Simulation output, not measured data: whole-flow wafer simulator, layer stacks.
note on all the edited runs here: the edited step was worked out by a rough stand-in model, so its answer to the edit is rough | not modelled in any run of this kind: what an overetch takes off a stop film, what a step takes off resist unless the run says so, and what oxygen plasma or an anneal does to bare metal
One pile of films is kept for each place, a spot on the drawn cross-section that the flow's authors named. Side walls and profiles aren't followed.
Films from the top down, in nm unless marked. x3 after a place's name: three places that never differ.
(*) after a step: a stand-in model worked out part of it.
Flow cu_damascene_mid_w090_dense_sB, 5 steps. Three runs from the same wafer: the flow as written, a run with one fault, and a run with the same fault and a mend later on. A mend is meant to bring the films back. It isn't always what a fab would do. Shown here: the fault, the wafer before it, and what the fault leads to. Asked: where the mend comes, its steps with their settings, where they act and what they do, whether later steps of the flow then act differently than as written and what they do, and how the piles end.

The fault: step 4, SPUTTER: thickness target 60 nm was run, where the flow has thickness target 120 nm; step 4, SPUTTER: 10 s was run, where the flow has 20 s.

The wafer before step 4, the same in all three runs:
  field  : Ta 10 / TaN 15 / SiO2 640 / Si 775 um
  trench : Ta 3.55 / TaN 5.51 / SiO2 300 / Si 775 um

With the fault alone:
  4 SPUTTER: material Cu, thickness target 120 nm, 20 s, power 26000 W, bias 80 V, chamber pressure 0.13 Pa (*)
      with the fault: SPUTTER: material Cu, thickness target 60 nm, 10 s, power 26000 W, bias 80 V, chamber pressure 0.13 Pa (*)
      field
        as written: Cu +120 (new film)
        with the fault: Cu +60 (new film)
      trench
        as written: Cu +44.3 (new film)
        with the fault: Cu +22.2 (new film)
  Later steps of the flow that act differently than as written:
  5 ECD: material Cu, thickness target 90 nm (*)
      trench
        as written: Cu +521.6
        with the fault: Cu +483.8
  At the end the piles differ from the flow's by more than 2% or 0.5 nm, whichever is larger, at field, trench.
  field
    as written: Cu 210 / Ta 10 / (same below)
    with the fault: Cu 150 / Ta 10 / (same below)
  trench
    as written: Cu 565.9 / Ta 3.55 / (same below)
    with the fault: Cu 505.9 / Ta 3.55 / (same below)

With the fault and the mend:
  The mend comes after step 4.
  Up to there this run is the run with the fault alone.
  4a SPUTTER: material Cu, thickness target 60 nm, 10 s, power 26000 W, bias 80 V, chamber pressure 0.13 Pa (*) (the flow's step 4 once more, with other settings)
      field
        Cu +60
      trench
        Cu +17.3
  No later step of the flow acts differently than as written, at any place that is followed, by more than 2% or 0.5 nm, whichever is larger.
  At the end the piles are the same as the flow's at every place that both follow.
